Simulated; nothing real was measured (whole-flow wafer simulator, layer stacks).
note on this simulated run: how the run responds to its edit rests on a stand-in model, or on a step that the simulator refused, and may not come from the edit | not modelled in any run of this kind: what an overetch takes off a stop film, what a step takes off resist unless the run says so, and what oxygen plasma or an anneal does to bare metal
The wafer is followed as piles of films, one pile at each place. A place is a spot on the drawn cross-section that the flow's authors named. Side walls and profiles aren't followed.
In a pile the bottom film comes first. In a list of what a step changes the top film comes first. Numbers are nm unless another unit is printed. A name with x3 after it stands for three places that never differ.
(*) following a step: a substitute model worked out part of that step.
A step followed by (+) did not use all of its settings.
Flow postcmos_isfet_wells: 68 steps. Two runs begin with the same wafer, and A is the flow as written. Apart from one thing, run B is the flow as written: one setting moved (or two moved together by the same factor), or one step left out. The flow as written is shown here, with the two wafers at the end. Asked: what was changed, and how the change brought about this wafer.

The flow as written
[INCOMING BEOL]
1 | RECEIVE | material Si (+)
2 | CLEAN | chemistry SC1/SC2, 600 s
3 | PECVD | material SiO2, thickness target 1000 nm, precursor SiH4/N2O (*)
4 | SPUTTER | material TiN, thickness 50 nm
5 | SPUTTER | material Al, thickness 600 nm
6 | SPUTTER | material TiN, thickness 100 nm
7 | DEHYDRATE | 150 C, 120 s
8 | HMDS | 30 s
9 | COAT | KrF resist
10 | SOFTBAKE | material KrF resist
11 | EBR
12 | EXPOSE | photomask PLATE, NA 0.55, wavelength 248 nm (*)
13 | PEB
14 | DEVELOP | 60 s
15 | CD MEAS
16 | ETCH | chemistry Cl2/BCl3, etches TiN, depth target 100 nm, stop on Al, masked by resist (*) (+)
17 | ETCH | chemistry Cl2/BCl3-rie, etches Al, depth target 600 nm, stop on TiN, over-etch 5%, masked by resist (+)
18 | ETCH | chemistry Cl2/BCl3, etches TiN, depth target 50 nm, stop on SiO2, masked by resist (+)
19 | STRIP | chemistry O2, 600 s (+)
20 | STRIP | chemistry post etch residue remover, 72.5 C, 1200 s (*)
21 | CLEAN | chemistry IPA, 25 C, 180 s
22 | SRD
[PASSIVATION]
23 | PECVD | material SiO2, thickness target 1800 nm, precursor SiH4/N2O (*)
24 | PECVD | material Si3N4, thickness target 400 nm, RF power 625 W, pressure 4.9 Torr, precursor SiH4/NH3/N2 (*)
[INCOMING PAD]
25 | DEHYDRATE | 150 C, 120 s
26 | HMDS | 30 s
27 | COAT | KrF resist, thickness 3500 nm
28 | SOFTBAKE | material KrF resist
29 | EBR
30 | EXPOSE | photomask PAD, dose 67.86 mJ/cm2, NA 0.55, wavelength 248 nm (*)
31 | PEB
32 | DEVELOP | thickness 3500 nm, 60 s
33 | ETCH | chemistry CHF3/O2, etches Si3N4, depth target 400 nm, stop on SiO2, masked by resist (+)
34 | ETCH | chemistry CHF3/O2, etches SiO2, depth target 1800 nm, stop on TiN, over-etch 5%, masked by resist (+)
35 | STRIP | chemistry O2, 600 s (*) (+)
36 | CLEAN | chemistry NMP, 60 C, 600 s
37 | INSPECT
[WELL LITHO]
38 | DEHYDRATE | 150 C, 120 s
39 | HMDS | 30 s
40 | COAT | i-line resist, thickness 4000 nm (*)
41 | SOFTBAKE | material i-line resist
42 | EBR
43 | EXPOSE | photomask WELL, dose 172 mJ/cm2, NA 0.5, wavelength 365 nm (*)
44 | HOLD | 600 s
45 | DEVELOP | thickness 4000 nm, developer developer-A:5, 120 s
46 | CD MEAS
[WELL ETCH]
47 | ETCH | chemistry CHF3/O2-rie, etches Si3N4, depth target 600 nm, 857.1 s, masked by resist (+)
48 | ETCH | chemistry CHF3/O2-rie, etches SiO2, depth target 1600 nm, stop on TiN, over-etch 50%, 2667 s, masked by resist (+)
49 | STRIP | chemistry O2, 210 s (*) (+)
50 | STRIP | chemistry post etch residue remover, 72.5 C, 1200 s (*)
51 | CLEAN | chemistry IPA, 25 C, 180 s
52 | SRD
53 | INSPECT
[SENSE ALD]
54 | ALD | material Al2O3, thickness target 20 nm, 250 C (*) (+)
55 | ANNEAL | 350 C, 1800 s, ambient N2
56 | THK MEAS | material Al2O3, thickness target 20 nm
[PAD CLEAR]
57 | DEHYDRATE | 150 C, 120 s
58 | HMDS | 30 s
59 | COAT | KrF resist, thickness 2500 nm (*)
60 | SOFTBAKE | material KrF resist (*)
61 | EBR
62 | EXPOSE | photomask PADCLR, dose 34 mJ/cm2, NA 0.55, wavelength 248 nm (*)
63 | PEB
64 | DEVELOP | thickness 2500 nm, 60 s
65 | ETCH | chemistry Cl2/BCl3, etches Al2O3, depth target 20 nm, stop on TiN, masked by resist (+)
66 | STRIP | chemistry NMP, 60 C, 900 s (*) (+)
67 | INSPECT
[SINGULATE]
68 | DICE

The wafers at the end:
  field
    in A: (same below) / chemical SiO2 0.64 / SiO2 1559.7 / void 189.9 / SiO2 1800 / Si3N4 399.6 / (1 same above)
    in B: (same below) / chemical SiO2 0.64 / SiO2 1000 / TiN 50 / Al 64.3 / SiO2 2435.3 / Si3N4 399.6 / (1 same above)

What caused this: step 17, ETCH: depth target 480 nm was run, while the flow as written has depth target 600 nm.

The path from the change to this, step by step:
  17 | ETCH | chemistry Cl2/BCl3-rie, etches Al, depth target 600 nm, stop on TiN, over-etch 5%, masked by resist (+)
      field: A -600 Al (all of it) | B -480 Al
      margin, well900, well1300, well2000, well3000, pad_rim, pad_clr, pad_open: A -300 KrF resist | B -240 KrF resist
  18 | ETCH | chemistry Cl2/BCl3, etches TiN, depth target 50 nm, stop on SiO2, masked by resist (+)
      field: A -50 TiN (all of it) | B -50 Al
  19 | STRIP | chemistry O2, 600 s (+)
      margin, well900, well1300, well2000, well3000, pad_rim, pad_clr, pad_open: A -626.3 KrF resist (all of it) | B -686.3 KrF resist (all of it)
  20 | STRIP | chemistry post etch residue remover, 72.5 C, 1200 s (*)
      field: A nothing | B -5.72 Al
  23 | PECVD | material SiO2, thickness target 1800 nm, precursor SiH4/N2O (*)
      field: A +1800 SiO2 (new film), +189.9 void (new film), +559.7 SiO2 | B +2435.3 SiO2 (new film)
If metal films that touch count as one body, field has 1 body; the flow as written gives 0 bodies.
